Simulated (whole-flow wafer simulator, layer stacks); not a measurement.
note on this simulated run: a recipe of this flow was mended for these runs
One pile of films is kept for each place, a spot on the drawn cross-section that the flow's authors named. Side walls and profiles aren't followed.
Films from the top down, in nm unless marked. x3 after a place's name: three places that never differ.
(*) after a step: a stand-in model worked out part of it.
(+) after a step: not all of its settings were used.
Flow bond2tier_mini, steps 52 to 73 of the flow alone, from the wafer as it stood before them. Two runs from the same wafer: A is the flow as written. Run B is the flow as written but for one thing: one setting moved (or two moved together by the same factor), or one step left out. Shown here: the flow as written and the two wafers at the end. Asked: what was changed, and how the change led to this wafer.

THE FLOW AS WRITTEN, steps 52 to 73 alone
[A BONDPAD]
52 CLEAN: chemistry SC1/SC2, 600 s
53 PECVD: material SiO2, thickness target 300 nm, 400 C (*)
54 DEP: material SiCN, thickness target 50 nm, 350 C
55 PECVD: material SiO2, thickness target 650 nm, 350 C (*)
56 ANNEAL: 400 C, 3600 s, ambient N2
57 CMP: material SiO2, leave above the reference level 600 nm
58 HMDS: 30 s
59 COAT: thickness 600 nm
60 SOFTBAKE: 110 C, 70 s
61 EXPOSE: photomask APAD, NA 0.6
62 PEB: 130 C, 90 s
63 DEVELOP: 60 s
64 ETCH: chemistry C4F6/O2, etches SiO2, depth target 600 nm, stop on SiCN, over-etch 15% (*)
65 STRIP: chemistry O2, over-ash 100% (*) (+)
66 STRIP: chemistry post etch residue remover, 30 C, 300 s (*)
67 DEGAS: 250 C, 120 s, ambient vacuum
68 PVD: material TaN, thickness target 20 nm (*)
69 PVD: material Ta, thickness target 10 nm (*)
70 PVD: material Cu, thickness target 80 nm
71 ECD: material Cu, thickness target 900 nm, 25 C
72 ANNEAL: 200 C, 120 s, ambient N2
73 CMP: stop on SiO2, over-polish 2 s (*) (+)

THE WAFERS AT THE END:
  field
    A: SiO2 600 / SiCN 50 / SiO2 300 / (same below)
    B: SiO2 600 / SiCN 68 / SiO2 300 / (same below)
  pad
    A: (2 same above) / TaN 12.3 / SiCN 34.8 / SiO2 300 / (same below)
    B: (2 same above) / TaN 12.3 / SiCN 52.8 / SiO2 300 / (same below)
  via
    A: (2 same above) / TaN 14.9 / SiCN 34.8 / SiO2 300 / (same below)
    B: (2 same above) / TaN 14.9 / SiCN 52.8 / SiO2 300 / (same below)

The cause: step 54, DEP: thickness target 68 nm was run, where the flow has thickness target 50 nm.
It can be read off the wafer: field has SiCN 68, and step 54 as written asks for 50 nm.

How the change led to this, step by step:
  54 DEP: material SiCN, thickness target 50 nm, 350 C
      field, pad, via: A SiCN +50 (new film) | B SiCN +68 (new film)
